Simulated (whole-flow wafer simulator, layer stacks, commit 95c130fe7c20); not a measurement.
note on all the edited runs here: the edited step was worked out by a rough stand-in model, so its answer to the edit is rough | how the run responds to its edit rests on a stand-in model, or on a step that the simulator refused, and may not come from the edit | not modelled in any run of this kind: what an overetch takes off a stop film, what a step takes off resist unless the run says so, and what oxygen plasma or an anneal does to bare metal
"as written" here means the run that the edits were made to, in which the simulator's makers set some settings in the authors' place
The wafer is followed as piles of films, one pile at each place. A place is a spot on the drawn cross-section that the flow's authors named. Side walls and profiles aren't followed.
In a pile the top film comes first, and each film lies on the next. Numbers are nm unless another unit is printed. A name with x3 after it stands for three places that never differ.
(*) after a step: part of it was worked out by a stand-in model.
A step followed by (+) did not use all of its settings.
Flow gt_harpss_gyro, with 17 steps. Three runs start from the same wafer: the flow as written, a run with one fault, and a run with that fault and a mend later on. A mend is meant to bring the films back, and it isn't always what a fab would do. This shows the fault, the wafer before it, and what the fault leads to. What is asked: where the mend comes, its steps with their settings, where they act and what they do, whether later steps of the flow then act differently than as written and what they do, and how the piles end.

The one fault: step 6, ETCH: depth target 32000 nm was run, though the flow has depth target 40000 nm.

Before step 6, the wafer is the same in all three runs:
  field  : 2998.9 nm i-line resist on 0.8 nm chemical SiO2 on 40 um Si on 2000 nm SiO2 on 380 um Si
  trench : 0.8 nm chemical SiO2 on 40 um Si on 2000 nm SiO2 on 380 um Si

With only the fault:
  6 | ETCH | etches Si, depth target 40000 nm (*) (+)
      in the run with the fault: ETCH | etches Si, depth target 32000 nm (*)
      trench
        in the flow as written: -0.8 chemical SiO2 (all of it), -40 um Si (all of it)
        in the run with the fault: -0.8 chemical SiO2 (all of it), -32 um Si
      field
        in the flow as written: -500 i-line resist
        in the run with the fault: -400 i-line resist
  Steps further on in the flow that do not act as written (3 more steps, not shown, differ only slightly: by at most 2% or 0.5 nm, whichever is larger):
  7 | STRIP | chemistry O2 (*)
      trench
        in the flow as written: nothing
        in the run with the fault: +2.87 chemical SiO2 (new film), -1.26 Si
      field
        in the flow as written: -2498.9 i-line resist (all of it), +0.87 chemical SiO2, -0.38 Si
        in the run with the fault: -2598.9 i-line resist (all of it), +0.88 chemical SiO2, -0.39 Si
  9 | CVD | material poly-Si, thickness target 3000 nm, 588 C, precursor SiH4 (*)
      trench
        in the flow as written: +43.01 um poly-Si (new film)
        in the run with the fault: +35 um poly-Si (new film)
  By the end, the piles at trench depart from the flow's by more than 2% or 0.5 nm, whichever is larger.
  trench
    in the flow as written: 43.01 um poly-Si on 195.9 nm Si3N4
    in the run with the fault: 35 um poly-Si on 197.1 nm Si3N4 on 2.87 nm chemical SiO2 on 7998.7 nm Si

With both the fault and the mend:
  After step 6 comes the mend.
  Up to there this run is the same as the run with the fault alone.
  6a | ETCH | etches Si, depth target 8000 nm (*) (+) (the flow's step 6, run once more with other settings)
      field
        -100 i-line resist
      trench
        -7999.9 Si (all of it)
  Later steps of the flow that are run all act as written at every place that is followed.
  The piles end the same as the flow's at every place that both follow.
